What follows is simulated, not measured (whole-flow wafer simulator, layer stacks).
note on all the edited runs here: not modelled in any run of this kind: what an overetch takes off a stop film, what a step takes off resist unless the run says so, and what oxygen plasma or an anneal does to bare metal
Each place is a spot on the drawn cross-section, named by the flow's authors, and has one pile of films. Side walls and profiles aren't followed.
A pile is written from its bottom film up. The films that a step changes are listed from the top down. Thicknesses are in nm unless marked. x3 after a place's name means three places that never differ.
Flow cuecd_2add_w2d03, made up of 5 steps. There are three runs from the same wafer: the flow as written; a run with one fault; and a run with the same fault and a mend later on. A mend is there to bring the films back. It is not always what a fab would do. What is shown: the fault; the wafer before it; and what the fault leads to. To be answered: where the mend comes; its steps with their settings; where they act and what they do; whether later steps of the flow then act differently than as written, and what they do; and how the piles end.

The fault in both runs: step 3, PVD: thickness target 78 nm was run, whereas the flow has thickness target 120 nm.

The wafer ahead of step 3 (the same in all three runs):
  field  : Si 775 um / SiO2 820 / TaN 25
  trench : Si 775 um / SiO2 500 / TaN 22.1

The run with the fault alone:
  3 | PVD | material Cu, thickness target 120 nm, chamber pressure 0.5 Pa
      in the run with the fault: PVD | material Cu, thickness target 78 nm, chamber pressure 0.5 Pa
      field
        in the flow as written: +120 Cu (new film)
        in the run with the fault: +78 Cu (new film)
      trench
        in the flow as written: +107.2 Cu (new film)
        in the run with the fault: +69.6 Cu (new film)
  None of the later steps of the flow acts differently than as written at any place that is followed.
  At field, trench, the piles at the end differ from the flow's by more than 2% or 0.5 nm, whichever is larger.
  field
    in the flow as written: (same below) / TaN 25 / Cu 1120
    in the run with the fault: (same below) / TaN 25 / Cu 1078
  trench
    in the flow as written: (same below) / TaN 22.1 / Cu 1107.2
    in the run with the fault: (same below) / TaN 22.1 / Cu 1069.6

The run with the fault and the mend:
  After step 3 comes the mend.
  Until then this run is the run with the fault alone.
  3a | PVD | material Cu, thickness target 42 nm, chamber pressure 0.5 Pa (the flow's step 3, run once more with other settings)
      field
        +42 Cu
      trench
        +37.1 Cu
  None of the later steps of the flow acts differently than as written at any place that is followed.
  When the end is reached, the piles differ only a little from the flow's at the places that both follow, at most by 2% or 0.5 nm, whichever is larger.
